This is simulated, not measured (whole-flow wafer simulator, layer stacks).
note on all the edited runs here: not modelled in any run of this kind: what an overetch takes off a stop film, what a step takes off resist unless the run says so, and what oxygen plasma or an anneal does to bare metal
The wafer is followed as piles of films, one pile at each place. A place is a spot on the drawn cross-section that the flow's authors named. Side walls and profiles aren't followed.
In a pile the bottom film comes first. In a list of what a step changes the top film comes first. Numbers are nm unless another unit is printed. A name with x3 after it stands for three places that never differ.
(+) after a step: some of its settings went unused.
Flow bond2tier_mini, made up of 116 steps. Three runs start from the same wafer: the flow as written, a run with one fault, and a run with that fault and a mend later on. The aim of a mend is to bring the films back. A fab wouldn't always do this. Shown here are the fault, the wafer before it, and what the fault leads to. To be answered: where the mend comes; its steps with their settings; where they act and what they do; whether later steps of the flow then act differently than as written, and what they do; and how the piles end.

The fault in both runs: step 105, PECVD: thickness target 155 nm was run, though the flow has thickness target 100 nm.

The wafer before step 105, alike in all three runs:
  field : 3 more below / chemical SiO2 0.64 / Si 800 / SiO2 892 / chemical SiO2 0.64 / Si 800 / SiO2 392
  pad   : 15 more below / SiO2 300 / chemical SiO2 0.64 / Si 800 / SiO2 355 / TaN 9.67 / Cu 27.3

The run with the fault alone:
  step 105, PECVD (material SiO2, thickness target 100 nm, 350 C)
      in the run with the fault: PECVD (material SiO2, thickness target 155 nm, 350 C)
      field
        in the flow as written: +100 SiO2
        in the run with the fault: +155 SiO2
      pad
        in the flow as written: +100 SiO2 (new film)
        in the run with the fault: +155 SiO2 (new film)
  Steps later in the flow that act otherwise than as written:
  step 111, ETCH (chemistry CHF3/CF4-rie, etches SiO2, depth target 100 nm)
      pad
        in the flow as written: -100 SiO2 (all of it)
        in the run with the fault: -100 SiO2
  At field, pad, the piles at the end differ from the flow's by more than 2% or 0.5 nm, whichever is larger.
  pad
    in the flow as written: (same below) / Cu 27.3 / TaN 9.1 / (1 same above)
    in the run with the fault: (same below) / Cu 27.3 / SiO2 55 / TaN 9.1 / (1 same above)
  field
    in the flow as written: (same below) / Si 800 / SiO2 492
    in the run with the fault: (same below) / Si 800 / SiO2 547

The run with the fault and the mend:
  After step 110 comes the mend.
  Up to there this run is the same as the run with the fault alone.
  step 110a, STRIP (chemistry O2, over-ash 100%) (+)
      field
        -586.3 KrF resist (all of it)
  step 110b, ETCH (chemistry CHF3/CF4-rie, etches SiO2, depth target 55 nm) (a further turn of the flow's step 62, with different settings)
      field, pad
        -55 SiO2
  step 110c, COAT (KrF resist, thickness 600 nm) (a further turn of the flow's step 106)
      field, pad
        +600 KrF resist (new film)
  step 110d, SOFTBAKE (KrF resist) (a further turn of the flow's step 107)
      alters no film at any place that is followed
  step 110e, EXPOSE (photomask T3PAD, NA 0.6) (a further turn of the flow's step 108)
      alters no film at any place that is followed
  step 110f, PEB (KrF resist) (a further turn of the flow's step 109)
      alters no film at any place that is followed
  step 110g, DEVELOP (developer TMAH-0.26N, 60 s) (a further turn of the flow's step 110)
      field
        -13.7 KrF resist
      pad
        -600 KrF resist (all of it)
  Every later step of the flow that is run acts as written at every place that is followed.
  At every place that both follow, the piles at the end match the flow's.
